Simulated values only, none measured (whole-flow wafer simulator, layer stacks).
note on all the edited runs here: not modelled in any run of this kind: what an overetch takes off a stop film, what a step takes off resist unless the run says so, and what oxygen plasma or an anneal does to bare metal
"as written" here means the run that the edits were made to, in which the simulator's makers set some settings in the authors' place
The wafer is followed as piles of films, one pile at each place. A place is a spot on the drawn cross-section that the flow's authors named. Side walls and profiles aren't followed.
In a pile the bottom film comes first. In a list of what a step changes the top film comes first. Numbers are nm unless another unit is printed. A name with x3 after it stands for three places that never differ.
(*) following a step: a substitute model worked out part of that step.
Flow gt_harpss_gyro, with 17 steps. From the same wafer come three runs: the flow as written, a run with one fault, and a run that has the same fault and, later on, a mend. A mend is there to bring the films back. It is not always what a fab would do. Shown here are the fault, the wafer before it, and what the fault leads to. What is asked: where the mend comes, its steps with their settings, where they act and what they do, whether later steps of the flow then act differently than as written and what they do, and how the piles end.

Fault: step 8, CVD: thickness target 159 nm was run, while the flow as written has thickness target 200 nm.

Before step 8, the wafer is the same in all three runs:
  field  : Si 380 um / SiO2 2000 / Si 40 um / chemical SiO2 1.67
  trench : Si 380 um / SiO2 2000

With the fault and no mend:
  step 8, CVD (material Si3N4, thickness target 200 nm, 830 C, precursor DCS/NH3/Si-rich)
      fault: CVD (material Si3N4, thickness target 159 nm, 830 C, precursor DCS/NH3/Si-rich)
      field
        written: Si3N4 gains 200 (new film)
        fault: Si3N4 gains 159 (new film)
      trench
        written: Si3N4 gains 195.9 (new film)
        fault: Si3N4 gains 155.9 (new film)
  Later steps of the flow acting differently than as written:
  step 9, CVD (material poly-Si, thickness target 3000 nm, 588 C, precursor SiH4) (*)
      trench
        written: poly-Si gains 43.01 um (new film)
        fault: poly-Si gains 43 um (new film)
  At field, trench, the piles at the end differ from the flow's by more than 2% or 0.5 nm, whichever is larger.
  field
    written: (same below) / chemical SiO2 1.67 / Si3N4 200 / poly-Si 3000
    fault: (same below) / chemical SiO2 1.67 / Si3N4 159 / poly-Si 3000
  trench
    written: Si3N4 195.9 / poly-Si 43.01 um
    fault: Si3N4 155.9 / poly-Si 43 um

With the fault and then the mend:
  The mend follows step 8.
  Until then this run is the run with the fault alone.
  step 8a, ETCH (chemistry h3po4, depth target 182.9 nm)
      field
        Si3N4 loses 159 (all of it)
      trench
        Si3N4 loses 155.9 (all of it)
  step 8b, CLEAN (chemistry SPM) (the flow's step 1, run once more)
      does not change any film at any place that is followed
  step 8c, CVD (material Si3N4, thickness target 200 nm, 830 C, precursor DCS/NH3/Si-rich) (the flow's step 8, run once more)
      field
        Si3N4 gains 200 (new film)
      trench
        Si3N4 gains 195.9 (new film)
  None of the later steps of the flow acts differently than as written at any place that is followed.
  By the end, the piles equal the flow's at every place that both follow.
